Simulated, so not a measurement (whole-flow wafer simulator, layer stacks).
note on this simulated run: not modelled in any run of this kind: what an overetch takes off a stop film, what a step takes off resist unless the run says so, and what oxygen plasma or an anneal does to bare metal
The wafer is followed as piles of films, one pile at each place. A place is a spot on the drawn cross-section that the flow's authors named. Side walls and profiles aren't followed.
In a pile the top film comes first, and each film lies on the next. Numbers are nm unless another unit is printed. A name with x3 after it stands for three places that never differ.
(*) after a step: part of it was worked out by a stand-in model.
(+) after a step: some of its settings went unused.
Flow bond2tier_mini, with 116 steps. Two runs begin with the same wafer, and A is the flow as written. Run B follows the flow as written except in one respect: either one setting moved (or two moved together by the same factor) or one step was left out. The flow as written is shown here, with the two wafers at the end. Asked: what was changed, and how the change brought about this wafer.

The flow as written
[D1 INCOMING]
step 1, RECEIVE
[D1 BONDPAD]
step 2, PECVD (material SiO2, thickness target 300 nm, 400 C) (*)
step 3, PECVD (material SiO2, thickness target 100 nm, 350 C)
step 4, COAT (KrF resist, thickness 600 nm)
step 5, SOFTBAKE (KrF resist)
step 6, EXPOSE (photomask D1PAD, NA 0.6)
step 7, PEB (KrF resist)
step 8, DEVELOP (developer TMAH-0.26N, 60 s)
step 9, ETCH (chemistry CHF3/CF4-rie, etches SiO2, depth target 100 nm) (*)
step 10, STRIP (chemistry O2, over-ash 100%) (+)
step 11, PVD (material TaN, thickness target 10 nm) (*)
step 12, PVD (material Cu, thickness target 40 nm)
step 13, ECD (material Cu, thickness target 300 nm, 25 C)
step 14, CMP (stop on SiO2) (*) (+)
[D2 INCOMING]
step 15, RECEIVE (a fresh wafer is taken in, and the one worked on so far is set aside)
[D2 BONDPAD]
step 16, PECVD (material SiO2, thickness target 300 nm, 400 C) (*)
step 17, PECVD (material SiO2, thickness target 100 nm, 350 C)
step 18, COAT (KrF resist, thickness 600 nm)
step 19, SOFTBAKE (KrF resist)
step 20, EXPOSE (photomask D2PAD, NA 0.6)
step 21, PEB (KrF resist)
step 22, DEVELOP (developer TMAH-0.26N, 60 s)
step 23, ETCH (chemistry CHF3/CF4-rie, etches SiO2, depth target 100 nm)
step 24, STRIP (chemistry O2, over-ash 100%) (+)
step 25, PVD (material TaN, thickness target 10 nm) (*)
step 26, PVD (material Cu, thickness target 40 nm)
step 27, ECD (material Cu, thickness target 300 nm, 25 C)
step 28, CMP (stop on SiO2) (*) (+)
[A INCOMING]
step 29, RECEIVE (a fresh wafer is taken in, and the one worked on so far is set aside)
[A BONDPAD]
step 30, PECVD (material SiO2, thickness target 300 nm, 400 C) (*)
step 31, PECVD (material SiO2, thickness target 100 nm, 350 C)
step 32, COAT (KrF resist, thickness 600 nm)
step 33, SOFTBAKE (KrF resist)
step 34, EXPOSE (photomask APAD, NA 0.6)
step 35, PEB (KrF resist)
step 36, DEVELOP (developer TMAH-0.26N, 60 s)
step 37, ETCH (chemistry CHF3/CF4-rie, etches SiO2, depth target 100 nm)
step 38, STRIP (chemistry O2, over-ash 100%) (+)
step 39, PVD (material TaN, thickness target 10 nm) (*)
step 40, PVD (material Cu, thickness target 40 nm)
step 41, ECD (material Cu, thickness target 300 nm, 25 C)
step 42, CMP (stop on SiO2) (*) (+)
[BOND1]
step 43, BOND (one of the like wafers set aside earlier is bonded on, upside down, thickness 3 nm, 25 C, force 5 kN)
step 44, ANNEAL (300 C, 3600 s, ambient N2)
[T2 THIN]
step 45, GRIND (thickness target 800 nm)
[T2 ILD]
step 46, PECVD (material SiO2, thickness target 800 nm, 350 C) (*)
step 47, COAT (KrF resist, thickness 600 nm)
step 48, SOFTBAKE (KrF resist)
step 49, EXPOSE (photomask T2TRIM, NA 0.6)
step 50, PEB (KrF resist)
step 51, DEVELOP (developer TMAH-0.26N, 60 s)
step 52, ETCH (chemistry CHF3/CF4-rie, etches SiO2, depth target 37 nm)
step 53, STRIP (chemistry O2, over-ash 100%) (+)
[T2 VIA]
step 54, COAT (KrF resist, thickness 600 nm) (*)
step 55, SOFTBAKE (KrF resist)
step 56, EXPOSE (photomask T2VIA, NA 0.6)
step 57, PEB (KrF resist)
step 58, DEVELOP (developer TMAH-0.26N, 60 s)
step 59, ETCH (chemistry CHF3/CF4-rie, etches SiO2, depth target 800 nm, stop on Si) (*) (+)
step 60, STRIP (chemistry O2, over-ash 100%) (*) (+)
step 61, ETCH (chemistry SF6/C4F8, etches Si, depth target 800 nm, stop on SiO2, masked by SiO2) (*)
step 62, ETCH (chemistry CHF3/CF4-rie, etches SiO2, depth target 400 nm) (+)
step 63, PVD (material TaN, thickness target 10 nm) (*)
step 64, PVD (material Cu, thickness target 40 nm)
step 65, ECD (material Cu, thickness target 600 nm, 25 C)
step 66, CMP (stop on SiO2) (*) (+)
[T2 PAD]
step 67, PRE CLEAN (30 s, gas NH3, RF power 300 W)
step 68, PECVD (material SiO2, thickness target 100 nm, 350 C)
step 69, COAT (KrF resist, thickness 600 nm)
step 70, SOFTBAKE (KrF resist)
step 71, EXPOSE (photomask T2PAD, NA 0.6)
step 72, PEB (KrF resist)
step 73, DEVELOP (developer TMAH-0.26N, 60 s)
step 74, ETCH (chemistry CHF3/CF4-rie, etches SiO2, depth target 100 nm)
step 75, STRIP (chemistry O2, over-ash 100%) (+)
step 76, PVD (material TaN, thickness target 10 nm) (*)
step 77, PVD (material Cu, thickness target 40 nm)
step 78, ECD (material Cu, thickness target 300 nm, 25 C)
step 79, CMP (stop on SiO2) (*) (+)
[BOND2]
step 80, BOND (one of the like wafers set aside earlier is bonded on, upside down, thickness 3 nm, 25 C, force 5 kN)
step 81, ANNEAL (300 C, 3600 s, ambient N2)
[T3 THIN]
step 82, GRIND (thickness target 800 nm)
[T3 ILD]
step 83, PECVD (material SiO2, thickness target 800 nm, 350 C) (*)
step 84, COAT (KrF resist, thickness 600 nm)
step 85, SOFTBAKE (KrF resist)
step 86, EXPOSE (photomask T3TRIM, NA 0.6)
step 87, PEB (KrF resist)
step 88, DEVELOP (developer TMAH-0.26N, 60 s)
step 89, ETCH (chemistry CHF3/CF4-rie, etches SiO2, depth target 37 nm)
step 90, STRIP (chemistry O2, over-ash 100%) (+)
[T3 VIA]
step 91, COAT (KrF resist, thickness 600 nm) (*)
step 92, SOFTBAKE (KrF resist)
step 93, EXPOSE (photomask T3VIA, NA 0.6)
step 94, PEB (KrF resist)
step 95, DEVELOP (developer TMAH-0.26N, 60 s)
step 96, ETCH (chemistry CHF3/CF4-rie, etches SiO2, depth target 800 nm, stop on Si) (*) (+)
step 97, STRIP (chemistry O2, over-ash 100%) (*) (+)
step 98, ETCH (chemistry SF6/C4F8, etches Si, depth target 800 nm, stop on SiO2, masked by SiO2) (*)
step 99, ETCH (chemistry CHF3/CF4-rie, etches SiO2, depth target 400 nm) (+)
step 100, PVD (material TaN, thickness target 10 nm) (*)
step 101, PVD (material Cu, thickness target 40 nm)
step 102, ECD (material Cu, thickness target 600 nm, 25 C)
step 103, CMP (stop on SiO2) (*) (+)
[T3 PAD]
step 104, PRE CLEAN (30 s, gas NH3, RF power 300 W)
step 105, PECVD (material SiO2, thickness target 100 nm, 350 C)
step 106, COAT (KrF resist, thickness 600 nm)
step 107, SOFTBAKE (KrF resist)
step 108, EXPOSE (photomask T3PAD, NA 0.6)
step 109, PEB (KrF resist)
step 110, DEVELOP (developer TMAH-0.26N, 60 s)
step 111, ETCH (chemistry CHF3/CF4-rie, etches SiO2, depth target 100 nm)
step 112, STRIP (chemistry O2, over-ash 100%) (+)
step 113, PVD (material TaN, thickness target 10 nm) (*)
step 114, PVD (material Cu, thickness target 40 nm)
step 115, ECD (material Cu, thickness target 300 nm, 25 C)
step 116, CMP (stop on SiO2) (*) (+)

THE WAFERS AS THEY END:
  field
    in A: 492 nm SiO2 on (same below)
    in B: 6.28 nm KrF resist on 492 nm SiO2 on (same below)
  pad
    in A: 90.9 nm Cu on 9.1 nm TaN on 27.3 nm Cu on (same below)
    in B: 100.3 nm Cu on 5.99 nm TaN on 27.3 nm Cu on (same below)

The reason: step 112, STRIP: chemistry O2, over-ash 100% (+), was skipped.

Step by step, how the change led to this:
  step 113, PVD (material TaN, thickness target 10 nm) (*)
      pad: A +9.1 TaN (new film) | B +5.99 TaN (new film)
  step 114, PVD (material Cu, thickness target 40 nm)
      pad: A +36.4 Cu (new film) | B +24 Cu (new film)
  step 115, ECD (material Cu, thickness target 300 nm, 25 C)
      pad: A +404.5 Cu | B +972.9 Cu
  step 116, CMP (stop on SiO2) (*) (+)
      field: A -340 Cu (all of it), -10 TaN (all of it) | B -340 Cu (all of it), -10 TaN (all of it), -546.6 KrF resist
      pad: A -350 Cu | B -896.6 Cu
